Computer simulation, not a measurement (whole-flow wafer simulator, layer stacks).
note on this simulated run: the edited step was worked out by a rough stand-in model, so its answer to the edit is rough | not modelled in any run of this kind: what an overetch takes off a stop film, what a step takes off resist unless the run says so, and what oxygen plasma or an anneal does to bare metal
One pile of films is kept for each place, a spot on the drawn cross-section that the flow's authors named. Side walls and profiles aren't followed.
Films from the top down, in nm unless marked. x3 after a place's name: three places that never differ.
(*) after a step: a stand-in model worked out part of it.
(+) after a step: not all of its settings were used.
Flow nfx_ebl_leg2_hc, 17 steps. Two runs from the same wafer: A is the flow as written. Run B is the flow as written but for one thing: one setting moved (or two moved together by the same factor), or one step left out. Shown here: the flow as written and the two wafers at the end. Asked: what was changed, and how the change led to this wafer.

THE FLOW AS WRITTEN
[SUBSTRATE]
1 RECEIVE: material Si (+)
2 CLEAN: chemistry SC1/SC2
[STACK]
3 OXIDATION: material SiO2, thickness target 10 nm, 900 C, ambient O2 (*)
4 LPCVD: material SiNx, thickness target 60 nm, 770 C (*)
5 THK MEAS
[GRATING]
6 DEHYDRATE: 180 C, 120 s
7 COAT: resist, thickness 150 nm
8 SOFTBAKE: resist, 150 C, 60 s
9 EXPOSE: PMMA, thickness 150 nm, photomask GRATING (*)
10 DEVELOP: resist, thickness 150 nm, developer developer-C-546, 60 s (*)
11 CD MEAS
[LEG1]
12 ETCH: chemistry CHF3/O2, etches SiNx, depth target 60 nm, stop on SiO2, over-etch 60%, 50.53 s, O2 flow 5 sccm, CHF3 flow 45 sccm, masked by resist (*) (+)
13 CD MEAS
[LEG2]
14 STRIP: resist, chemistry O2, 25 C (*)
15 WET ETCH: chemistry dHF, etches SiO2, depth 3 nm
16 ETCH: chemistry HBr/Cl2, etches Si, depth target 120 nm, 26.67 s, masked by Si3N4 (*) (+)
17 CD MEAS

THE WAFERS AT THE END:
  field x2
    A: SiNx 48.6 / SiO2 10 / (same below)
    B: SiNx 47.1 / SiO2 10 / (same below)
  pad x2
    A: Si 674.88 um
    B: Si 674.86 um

The cause: step 16, ETCH: depth target 135 nm was run, where the flow has depth target 120 nm; step 16, ETCH: 30 s was run, where the flow has 26.67 s.

How the change led to this, step by step:
  16 ETCH: chemistry HBr/Cl2, etches Si, depth target 120 nm, 26.67 s, masked by Si3N4 (*) (+)
      field x2: A SiNx -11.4 | B SiNx -12.9
      pad x2: A Si -120 | B Si -135
